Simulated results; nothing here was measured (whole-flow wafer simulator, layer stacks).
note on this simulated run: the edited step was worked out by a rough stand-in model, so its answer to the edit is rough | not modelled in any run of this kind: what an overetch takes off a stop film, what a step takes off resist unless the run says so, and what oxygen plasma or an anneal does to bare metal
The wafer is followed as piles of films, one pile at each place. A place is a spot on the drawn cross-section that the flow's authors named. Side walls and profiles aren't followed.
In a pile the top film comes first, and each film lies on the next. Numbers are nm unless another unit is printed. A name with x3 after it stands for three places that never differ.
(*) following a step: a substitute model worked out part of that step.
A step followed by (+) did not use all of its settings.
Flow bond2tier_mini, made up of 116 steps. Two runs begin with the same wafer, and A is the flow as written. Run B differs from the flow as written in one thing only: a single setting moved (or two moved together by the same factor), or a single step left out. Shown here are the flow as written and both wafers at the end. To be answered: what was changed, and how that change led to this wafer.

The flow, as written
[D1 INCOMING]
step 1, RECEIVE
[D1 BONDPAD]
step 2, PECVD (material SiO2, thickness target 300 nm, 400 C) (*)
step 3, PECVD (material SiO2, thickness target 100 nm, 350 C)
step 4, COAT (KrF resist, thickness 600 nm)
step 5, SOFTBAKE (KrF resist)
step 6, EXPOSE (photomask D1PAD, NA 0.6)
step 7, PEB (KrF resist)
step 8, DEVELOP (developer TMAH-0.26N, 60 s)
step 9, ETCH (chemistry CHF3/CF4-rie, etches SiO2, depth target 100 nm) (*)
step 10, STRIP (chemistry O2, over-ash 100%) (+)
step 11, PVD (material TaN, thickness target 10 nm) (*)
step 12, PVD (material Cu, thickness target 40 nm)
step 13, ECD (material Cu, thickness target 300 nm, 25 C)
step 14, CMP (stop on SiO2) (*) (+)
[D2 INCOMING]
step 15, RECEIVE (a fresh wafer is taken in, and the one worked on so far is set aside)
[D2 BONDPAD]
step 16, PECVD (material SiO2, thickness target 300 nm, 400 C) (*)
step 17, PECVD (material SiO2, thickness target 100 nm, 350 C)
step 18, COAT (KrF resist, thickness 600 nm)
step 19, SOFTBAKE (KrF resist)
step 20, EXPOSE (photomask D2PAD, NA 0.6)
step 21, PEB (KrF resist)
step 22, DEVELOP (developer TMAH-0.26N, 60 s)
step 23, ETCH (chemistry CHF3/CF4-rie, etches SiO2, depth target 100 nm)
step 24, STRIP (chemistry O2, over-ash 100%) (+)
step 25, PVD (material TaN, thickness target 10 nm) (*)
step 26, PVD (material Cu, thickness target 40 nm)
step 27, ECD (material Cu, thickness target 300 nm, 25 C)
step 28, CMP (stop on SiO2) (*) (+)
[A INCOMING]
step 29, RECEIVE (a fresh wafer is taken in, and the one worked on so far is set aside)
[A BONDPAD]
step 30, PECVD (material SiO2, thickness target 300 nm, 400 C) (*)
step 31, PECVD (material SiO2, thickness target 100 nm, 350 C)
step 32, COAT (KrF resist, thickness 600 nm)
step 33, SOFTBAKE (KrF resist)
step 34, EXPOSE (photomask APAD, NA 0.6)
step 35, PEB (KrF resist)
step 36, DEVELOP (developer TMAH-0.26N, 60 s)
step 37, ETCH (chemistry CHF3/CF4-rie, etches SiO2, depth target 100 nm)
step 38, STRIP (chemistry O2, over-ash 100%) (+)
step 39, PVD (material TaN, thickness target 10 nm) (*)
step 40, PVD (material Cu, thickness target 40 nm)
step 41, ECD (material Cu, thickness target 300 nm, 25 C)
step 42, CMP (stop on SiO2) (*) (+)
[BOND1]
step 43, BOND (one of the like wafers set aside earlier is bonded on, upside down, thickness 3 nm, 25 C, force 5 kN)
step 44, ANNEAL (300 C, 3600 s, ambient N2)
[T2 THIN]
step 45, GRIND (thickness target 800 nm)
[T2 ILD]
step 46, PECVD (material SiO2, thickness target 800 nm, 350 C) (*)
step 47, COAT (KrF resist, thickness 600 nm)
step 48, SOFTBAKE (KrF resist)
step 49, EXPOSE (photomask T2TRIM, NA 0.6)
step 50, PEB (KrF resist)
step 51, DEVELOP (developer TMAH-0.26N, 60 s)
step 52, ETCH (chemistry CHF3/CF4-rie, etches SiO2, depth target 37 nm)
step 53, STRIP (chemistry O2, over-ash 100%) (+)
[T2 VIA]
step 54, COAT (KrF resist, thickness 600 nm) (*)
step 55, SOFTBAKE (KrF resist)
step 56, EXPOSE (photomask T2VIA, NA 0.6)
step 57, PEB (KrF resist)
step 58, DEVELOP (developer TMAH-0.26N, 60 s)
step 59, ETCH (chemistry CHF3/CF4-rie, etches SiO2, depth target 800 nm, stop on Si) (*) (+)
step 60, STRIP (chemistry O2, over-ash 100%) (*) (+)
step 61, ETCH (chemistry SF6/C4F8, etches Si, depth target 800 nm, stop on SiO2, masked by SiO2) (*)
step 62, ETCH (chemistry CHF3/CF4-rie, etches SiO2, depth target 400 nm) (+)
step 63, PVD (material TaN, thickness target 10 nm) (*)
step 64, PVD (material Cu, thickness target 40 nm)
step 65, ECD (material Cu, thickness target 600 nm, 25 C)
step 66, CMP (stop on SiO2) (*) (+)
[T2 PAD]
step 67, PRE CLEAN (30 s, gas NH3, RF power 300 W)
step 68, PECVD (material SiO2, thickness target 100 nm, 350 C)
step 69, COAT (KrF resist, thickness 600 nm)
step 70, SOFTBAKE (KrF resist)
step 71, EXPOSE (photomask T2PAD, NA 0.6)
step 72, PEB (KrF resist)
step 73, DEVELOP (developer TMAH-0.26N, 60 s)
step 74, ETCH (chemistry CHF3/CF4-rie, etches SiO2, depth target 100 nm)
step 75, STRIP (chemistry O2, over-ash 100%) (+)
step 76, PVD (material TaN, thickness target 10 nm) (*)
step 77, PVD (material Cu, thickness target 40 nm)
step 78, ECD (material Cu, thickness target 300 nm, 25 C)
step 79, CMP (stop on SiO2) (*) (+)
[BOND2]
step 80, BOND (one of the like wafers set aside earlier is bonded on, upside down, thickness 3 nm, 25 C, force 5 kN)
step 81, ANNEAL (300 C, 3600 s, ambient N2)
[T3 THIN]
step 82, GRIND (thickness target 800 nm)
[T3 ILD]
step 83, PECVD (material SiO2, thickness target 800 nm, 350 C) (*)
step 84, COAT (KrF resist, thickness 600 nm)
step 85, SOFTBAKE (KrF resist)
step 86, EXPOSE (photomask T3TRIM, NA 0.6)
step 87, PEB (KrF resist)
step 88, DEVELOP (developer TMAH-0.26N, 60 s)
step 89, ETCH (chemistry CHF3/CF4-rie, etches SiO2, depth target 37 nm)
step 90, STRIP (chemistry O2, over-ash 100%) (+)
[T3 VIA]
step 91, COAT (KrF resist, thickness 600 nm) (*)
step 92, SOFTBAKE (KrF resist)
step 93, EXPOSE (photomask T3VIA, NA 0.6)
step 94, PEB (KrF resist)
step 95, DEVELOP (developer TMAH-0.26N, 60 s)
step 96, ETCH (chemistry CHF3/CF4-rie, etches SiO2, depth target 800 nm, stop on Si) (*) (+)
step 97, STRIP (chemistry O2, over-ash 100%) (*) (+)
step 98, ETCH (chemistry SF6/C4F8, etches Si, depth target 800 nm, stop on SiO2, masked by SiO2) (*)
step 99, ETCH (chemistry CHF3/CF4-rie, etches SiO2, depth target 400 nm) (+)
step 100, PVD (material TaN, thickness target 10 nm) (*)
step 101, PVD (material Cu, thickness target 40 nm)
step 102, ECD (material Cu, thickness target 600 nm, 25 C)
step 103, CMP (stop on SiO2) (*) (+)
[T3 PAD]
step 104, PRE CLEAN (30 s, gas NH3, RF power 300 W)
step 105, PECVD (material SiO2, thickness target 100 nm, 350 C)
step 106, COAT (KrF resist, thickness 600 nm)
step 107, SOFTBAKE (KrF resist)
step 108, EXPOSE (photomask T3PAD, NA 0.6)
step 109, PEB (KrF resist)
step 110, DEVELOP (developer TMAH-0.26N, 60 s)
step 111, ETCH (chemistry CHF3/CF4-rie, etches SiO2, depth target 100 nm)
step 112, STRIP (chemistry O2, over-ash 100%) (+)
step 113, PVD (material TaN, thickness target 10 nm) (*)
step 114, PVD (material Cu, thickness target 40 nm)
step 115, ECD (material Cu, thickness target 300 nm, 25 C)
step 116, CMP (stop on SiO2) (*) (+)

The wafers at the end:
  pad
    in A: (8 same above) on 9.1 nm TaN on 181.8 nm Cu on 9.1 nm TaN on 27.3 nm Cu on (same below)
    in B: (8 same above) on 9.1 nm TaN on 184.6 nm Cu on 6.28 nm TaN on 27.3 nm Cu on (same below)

Cause: step 76, PVD: thickness target 6.9 nm was run, though the flow has thickness target 10 nm.

Step by step, how the change led to this:
  step 76, PVD (material TaN, thickness target 10 nm) (*)
      field: A TaN gains 10 (new film) | B TaN gains 6.9 (new film)
      pad: A TaN gains 9.1 (new film) | B TaN gains 6.28 (new film)
  step 79, CMP (stop on SiO2) (*) (+)
      field: A Cu loses 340 (all of it), TaN loses 10 (all of it) | B Cu loses 340 (all of it), TaN loses 6.9 (all of it)
